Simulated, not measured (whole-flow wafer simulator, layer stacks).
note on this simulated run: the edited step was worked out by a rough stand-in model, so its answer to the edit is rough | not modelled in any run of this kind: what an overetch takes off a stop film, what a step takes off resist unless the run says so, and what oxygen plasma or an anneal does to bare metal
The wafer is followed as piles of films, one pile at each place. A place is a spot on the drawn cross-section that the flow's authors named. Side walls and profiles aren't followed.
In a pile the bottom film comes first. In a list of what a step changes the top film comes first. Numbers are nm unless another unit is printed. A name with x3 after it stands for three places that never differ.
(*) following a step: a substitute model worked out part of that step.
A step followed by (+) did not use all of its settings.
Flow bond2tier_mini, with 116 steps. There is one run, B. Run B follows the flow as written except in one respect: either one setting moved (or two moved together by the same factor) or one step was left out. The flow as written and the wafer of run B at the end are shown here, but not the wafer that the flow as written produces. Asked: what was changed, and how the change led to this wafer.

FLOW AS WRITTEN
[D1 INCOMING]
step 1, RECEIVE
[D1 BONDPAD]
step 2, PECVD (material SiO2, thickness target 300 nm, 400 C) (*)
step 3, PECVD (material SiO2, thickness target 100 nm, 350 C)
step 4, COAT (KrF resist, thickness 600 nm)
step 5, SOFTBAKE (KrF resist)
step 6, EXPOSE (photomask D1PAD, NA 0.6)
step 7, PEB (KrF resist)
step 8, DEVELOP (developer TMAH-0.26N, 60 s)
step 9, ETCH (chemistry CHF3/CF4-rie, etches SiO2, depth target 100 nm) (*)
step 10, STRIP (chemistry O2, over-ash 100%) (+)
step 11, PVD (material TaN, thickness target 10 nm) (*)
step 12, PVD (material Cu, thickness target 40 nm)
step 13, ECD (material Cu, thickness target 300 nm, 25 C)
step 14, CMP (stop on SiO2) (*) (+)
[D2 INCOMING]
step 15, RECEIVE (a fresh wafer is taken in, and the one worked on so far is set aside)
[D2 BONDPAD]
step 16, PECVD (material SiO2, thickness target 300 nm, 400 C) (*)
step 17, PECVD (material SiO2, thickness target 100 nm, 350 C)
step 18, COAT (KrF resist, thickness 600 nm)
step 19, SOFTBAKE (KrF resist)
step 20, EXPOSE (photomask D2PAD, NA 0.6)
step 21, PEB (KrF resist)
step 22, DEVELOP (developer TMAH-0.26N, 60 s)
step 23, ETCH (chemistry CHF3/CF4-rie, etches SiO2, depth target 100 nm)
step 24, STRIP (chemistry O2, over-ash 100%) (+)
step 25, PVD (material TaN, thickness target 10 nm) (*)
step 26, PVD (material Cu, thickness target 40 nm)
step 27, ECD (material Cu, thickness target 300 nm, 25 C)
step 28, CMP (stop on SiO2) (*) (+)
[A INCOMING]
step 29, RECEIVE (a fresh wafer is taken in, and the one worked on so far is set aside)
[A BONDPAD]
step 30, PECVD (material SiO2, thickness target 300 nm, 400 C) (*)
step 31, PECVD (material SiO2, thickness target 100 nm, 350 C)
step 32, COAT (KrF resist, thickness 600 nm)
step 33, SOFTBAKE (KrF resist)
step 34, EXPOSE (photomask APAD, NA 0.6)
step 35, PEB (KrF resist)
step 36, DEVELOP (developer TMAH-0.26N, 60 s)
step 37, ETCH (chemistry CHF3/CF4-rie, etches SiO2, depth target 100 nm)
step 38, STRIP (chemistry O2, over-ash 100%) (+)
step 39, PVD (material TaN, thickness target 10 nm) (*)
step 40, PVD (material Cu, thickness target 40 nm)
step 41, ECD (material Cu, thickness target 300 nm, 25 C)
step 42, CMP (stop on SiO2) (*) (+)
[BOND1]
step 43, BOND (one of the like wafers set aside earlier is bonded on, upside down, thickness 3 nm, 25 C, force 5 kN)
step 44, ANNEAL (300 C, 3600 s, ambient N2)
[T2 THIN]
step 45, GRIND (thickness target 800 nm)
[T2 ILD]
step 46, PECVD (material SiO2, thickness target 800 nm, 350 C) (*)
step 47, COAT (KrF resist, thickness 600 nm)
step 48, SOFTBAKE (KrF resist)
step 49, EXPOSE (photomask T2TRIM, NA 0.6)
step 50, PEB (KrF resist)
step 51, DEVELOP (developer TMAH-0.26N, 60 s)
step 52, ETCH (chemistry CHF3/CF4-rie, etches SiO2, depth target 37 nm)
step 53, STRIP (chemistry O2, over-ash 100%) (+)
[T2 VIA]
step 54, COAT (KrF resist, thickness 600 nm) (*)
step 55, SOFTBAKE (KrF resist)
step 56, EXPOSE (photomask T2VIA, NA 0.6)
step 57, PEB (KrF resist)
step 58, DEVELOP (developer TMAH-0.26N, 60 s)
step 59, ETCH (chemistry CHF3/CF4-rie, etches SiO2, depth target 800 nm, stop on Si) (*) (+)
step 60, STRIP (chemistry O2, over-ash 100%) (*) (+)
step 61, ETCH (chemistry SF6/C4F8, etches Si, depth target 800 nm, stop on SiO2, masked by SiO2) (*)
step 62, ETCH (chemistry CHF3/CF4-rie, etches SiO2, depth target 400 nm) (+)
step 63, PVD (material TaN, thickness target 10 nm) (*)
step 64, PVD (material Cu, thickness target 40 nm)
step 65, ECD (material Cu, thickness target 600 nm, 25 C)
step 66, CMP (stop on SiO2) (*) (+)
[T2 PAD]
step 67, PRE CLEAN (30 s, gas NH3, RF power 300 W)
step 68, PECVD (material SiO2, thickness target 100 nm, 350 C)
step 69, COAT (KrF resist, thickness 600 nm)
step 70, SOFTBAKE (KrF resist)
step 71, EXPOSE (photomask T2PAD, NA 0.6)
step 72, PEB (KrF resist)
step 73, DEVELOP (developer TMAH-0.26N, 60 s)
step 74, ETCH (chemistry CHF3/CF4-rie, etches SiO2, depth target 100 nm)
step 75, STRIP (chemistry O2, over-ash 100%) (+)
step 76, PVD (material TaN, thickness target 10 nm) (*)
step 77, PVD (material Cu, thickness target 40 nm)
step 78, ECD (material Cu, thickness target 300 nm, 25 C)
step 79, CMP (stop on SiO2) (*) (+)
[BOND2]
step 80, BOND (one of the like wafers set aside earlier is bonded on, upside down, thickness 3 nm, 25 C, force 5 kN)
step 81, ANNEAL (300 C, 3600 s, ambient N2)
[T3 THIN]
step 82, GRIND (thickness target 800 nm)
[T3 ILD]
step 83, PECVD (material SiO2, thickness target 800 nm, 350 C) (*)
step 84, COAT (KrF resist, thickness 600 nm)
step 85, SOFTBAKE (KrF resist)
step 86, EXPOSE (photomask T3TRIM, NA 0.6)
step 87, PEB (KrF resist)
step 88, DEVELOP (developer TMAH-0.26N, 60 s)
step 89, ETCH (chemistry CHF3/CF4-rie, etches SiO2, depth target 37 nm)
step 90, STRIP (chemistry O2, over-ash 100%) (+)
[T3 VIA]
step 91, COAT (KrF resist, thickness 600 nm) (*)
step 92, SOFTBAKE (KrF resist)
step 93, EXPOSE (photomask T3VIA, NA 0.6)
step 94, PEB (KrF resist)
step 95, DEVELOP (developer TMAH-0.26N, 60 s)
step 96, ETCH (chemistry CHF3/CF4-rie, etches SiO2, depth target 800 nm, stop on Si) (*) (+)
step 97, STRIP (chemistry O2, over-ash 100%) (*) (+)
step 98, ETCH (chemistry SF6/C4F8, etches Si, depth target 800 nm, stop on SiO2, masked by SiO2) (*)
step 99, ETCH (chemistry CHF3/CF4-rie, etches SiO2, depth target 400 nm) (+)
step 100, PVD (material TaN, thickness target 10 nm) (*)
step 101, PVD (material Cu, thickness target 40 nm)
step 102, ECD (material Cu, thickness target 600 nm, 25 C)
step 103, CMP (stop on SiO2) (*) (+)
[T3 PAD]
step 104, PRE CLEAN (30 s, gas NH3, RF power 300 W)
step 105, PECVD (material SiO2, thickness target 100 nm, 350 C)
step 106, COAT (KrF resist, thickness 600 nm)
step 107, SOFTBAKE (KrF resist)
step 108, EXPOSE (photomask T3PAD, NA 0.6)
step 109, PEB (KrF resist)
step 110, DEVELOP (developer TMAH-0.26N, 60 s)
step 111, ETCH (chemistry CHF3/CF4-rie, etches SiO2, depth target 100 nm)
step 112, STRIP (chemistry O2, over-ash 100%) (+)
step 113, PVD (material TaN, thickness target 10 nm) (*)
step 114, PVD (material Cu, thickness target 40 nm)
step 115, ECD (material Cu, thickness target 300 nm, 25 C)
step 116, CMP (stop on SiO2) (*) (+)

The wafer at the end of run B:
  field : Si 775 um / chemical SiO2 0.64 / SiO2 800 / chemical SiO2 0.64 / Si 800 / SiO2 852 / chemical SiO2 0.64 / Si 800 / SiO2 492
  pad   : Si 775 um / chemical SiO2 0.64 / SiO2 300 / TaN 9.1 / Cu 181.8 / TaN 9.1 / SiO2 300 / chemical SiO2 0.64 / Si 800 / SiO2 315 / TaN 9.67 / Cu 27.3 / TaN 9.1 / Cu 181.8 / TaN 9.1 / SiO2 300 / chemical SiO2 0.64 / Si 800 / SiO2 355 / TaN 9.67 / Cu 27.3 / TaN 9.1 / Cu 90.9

Cause: step 46, PECVD: thickness target 760 nm was run, whereas the flow has thickness target 800 nm.

The path from the change to this, step by step:
  step 46, PECVD (material SiO2, thickness target 800 nm, 350 C) (*)
      field, pad, via: SiO2 gains 760 (new film) (it would be, as written: SiO2 gains 800 (new film))
  step 59, ETCH (chemistry CHF3/CF4-rie, etches SiO2, depth target 800 nm, stop on Si) (*) (+)
      via: SiO2 loses 723 (all of it) (it would be, as written: SiO2 loses 763 (all of it))
